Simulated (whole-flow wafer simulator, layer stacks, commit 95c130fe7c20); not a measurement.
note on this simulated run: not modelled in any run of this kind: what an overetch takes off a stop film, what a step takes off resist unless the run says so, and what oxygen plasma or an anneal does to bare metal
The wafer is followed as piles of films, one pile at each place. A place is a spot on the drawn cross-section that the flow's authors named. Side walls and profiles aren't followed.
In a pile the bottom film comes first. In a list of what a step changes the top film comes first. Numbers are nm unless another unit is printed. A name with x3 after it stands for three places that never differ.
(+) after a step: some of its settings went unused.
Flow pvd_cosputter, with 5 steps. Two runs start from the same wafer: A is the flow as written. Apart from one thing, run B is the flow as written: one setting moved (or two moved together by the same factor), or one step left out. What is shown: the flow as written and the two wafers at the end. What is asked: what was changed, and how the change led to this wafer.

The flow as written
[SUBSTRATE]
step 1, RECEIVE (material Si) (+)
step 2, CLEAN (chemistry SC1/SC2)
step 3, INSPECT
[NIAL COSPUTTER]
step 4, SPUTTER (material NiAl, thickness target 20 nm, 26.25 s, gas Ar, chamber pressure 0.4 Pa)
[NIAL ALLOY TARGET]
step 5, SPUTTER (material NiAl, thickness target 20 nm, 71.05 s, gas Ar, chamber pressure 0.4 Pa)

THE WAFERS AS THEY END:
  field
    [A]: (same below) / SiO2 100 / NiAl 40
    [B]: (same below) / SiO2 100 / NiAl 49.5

Cause: step 4, SPUTTER: thickness target 29.5 nm was run, though the flow has thickness target 20 nm.

How this came from the change, step by step:
  step 4, SPUTTER (material NiAl, thickness target 20 nm, 26.25 s, gas Ar, chamber pressure 0.4 Pa)
      field: A NiAl gains 20 (new film) | B NiAl gains 29.5 (new film)
